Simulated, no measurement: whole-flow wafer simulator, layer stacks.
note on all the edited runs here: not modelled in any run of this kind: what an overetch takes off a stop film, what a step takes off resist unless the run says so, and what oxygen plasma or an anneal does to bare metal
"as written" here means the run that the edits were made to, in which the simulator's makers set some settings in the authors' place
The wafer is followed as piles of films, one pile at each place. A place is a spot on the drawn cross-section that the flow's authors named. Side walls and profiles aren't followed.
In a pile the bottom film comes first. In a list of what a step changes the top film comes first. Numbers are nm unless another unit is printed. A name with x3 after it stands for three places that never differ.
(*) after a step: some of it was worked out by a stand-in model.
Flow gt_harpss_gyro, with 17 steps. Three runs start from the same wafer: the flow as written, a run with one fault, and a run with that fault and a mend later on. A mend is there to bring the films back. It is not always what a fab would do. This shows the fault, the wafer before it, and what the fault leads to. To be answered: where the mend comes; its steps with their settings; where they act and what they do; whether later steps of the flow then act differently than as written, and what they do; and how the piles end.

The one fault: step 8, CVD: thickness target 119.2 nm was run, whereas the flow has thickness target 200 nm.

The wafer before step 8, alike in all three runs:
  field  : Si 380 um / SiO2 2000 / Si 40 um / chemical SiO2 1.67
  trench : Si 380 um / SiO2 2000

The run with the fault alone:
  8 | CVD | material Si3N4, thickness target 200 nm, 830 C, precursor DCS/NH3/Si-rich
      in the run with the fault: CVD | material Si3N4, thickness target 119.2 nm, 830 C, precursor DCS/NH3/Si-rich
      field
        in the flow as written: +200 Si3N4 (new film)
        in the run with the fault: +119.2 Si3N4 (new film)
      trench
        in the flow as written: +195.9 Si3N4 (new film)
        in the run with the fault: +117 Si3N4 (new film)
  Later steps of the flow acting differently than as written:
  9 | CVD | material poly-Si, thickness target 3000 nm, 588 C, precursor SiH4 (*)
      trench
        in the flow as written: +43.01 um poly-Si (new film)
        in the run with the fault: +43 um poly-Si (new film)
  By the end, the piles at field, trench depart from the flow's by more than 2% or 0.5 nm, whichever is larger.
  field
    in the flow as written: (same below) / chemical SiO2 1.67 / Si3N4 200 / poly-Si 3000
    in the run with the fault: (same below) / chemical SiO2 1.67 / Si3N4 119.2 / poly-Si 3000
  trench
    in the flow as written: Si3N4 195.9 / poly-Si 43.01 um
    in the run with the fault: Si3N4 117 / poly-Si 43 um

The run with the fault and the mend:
  The mend follows step 8.
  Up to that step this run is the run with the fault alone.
  8a | CVD | material Si3N4, thickness target 80.8 nm, 830 C, precursor DCS/NH3/Si-rich (a further turn of the flow's step 8, with different settings)
      field
        +80.8 Si3N4
      trench
        +78.9 Si3N4
  None of the later steps of the flow acts differently than as written at any place that is followed.
  The piles end only slightly different from the flow's at the places that both follow, by no more than 2% or 0.5 nm, whichever is larger.
